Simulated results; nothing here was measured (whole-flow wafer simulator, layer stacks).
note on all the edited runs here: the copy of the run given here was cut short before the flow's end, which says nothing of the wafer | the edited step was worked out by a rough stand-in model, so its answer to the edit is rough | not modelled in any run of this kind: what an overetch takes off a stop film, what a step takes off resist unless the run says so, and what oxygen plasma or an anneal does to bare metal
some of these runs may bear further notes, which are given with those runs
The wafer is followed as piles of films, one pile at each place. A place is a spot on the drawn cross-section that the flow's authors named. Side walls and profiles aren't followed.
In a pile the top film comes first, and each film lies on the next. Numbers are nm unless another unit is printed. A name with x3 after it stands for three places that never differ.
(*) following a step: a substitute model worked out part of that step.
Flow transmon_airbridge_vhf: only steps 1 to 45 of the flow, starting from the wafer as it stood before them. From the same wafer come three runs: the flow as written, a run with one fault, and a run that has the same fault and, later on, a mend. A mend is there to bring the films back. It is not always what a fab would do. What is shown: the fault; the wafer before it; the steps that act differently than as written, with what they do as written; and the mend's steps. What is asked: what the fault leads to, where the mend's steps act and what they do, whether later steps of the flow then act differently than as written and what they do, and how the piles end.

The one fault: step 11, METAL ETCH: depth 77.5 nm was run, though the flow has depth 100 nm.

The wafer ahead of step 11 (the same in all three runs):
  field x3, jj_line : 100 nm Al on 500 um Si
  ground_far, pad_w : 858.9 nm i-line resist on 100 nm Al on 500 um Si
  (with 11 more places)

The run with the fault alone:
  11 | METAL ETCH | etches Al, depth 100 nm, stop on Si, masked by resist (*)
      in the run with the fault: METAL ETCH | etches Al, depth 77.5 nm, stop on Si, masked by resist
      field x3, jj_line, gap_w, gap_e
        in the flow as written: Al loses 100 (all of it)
        in the run with the fault: Al loses 77.5
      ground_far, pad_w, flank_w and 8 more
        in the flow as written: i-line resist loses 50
        in the run with the fault: i-line resist loses 38.8
  Later steps of the flow acting differently than as written (not shown: 20 more steps that differ only slightly, by at most 2% or 0.5 nm, whichever is larger):
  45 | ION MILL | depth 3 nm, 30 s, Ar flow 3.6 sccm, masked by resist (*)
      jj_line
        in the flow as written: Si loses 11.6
        in the run with the fault: Al loses 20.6
  The piles end different from the flow's at field x3, jj_line, gap_w, gap_e by more than 2% or 0.5 nm, whichever is larger.
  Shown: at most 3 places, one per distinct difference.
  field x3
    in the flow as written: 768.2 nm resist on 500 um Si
    in the run with the fault: 768.2 nm resist on 22.5 nm Al on 500 um Si
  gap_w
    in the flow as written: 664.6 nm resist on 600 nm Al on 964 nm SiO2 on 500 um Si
    in the run with the fault: 658.4 nm resist on 600 nm Al on 964 nm SiO2 on 22.5 nm Al on 500 um Si
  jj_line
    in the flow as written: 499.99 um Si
    in the run with the fault: 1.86 nm Al on 500 um Si

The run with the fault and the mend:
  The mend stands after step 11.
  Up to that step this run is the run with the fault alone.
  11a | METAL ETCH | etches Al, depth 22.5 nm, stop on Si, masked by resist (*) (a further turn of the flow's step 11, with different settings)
      ground_far, pad_w, flank_w and 8 more
        i-line resist loses 11.2
      field x3, jj_line, gap_w, gap_e
        Al loses 22.5 (all of it)
  Later steps of the flow that are run all act as written at every place that is followed.
  By the end, the piles equal the flow's at every place that both follow.
